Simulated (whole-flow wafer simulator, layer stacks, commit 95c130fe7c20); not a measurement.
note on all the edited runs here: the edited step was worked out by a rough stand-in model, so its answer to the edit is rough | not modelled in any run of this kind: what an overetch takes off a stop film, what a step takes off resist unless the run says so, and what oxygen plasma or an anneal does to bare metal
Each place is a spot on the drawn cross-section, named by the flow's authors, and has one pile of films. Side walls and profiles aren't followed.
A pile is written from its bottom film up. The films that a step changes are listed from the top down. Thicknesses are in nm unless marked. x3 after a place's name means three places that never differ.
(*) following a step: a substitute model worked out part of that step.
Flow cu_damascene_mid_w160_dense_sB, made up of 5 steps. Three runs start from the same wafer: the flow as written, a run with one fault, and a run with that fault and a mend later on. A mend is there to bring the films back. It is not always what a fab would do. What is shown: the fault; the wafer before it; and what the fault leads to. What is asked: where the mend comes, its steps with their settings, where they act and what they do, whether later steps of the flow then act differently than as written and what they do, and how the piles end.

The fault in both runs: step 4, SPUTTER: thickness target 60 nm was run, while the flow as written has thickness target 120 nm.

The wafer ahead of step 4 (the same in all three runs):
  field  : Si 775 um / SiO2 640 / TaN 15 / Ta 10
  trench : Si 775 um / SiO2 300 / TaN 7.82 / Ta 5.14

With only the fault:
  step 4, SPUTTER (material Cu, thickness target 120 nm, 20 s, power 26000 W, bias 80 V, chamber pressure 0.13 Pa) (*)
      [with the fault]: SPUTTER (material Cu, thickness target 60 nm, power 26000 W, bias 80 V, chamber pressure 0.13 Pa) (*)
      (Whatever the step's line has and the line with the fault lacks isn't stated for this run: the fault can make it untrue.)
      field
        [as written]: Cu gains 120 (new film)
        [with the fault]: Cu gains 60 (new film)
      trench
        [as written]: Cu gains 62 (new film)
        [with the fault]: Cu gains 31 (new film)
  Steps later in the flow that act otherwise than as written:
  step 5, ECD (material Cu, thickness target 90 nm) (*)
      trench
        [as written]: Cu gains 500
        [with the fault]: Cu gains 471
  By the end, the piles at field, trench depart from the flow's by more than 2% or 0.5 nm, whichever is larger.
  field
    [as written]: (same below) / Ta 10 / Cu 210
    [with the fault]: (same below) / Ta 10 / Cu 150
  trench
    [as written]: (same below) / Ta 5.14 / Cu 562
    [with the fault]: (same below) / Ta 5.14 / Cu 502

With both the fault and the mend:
  The mend follows step 4.
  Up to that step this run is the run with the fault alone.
  step 4a, SPUTTER (material Cu, thickness target 60 nm, power 26000 W, bias 80 V, chamber pressure 0.13 Pa) (*) (a further turn of the flow's step 4, with different settings)
      field
        Cu gains 60
      trench
        Cu gains 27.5
  Later steps of the flow that are run all act as written at every place that is followed, up to a difference of at most 2% or 0.5 nm, whichever is larger.
  The piles end the same as the flow's at every place that both follow.
